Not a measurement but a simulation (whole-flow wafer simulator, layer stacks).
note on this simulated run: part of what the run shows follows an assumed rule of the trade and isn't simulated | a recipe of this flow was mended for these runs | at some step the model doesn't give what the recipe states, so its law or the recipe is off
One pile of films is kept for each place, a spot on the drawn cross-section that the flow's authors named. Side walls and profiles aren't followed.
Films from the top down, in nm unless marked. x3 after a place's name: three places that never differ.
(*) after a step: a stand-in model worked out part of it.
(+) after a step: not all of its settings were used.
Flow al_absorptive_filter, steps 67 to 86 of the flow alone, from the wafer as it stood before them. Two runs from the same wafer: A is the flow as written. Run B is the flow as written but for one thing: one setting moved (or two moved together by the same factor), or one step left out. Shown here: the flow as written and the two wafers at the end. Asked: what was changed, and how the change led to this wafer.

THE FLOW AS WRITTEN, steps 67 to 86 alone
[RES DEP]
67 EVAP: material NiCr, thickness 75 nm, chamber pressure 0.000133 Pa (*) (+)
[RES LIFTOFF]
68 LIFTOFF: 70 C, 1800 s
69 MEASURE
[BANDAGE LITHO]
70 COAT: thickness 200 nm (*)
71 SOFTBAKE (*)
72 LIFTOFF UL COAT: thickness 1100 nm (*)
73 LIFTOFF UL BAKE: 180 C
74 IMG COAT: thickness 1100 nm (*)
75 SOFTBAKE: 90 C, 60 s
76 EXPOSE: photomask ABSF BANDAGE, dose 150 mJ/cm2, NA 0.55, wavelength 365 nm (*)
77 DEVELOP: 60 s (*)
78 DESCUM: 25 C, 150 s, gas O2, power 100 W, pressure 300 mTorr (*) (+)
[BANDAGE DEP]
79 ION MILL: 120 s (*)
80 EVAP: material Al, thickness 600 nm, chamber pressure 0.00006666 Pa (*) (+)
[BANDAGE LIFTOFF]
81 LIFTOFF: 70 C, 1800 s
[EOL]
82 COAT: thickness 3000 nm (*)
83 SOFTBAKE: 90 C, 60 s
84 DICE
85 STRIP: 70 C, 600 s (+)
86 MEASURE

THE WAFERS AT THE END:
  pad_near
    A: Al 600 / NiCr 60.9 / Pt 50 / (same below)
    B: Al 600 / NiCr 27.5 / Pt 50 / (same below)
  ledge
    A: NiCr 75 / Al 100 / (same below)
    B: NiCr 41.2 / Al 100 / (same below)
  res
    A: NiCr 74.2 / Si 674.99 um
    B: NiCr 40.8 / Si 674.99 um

The cause: step 67, EVAP: thickness 41.25 nm was run, where the flow has thickness 75 nm.
It can be read off the wafer: ledge has NiCr 41.2, and step 67 as written asks for 75 nm.

How the change led to this, step by step:
  67 EVAP: material NiCr, thickness 75 nm, chamber pressure 0.000133 Pa (*) (+)
      gnd, pad_far, ledge and 9 more: A NiCr +75 (new film) | B NiCr +41.2 (new film)
      pad_near, res: A NiCr +74.2 (new film) | B NiCr +40.8 (new film)
  68 LIFTOFF: 70 C, 1800 s
      xa_field, xl_land, idc_field: A NiCr -75 (all of it), i-line-resist -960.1 (all of it), lift-off-underlayer -1100 (all of it), acrylic-e-beam-resist -200 (all of it) | B NiCr -41.2 (all of it), i-line-resist -960.1 (all of it), lift-off-underlayer -1100 (all of it), acrylic-e-beam-resist -200 (all of it)
      gnd: A NiCr -75 (all of it), i-line-resist -959.5 (all of it), lift-off-underlayer -1100.9 (all of it), acrylic-e-beam-resist -200.6 (all of it) | B NiCr -41.2 (all of it), i-line-resist -959.5 (all of it), lift-off-underlayer -1100.9 (all of it), acrylic-e-beam-resist -200.6 (all of it)
      (and at 7 more places)
  70 COAT: thickness 200 nm (*)
      pad_near: A acrylic-e-beam-resist +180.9 (new film) | B acrylic-e-beam-resist +186.4 (new film)
      res: A acrylic-e-beam-resist +218.1 (new film) | B acrylic-e-beam-resist +224.6 (new film)
  78 DESCUM: 25 C, 150 s, gas O2, power 100 W, pressure 300 mTorr (*) (+)
      pad_near: A acrylic-e-beam-resist -180.9 (all of it) | B acrylic-e-beam-resist -186.4 (all of it)
  81 LIFTOFF: 70 C, 1800 s
      res: A Al -600 (all of it), i-line-resist -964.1 (all of it), lift-off-underlayer -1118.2 (all of it), acrylic-e-beam-resist -218.1 (all of it) | B Al -600 (all of it), i-line-resist -973.8 (all of it), lift-off-underlayer -1131.4 (all of it), acrylic-e-beam-resist -224.6 (all of it)
  83 SOFTBAKE: 90 C, 60 s
      res: A i-line-resist -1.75 | B i-line-resist +0.1
      gnd: A i-line-resist +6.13 | B i-line-resist +5.02
      (and at 2 more places)
